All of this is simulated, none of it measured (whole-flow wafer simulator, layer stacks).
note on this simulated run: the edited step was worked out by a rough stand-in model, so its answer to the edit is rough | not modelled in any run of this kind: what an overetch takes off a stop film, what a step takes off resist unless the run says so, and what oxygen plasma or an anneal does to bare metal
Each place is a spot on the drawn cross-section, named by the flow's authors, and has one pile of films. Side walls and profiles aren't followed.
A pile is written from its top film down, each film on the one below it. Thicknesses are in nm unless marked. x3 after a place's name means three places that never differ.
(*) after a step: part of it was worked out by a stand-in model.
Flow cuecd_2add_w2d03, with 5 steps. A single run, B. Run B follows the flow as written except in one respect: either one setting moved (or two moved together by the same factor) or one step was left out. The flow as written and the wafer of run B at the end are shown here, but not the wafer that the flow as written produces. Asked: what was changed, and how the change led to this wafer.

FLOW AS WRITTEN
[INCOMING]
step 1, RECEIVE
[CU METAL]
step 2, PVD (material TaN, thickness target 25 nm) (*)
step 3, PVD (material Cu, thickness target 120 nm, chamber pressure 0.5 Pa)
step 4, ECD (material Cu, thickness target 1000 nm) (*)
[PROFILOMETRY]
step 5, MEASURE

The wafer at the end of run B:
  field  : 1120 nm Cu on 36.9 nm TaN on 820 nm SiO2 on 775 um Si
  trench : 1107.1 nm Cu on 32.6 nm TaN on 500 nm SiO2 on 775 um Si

Cause: step 2, PVD: thickness target 36.9 nm was run, though the flow has thickness target 25 nm.
The wafer itself shows it: field has TaN 36.9, and step 2 as written asks for 25 nm.

The path from the change to this, step by step:
  step 2, PVD (material TaN, thickness target 25 nm) (*)
      field: +36.9 TaN (new film) (in the flow as written it would be: +25 TaN (new film))
      trench: +32.6 TaN (new film) (in the flow as written it would be: +22.1 TaN (new film))
